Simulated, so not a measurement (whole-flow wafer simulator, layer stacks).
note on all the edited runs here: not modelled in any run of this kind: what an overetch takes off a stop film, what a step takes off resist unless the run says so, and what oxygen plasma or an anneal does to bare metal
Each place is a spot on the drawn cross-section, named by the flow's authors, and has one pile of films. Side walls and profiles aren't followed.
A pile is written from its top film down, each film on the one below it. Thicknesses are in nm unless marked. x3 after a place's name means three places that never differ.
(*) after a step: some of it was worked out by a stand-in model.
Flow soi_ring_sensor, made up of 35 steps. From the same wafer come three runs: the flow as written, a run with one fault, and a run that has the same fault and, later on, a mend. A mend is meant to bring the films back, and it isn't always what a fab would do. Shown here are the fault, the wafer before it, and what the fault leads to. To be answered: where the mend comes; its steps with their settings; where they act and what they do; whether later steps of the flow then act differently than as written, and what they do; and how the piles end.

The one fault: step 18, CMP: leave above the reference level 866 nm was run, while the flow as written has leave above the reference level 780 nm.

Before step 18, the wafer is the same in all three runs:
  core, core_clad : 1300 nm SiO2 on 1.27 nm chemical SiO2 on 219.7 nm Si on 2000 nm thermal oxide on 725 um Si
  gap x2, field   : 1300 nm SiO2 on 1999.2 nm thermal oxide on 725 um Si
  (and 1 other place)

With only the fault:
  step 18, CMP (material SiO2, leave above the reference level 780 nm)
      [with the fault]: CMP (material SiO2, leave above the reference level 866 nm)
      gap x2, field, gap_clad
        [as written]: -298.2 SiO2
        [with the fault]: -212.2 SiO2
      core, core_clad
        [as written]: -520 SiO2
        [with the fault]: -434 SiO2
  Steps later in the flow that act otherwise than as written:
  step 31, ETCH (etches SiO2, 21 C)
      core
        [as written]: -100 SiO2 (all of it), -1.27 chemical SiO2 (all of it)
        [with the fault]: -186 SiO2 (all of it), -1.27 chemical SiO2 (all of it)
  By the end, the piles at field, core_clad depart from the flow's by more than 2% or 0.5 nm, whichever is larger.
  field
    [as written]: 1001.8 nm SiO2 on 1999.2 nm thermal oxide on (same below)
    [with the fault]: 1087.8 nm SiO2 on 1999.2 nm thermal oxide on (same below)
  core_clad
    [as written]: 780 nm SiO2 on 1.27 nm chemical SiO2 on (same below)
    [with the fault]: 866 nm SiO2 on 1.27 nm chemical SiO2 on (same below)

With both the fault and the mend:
  After step 27 comes the mend.
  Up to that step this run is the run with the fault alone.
  step 27a, STRIP (i-line resist, 250 C, gas O2, power 300 W) (*)
      field, core_clad, gap_clad
        -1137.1 i-line resist (all of it)
  step 27b, CMP (material SiO2, leave above the reference level 780 nm) (the flow's step 18, run once more)
      core, gap x2, field, core_clad, gap_clad
        -86 SiO2
  step 27c, HMDS (120 C, 60 s) (the flow's step 21, run once more)
      does not change any film at any place that is followed
  step 27d, COAT (i-line resist, thickness 1200 nm) (the flow's step 22, run once more)
      core, gap x2, field, core_clad, gap_clad
        +1200 i-line resist (new film)
  step 27e, SOFTBAKE (i-line resist) (the flow's step 23, run once more)
      does not change any film at any place that is followed
  step 27f, EXPOSE (photomask WINDOW, dose 101 mJ/cm2, NA 0.5, wavelength 365 nm) (*) (the flow's step 24, run once more)
      does not change any film at any place that is followed
  step 27g, PEB (i-line resist) (the flow's step 25, run once more)
      core, gap x2, field, core_clad, gap_clad
        -62.8 i-line resist
  step 27h, DEVELOP (i-line resist, thickness 1200 nm, 90 s) (the flow's step 26, run once more)
      core, gap x2
        -1137.2 i-line resist (all of it)
      field, core_clad, gap_clad
        -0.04 i-line resist
  Later steps of the flow that are run all act as written at every place that is followed.
  By the end, the piles equal the flow's at every place that both follow.
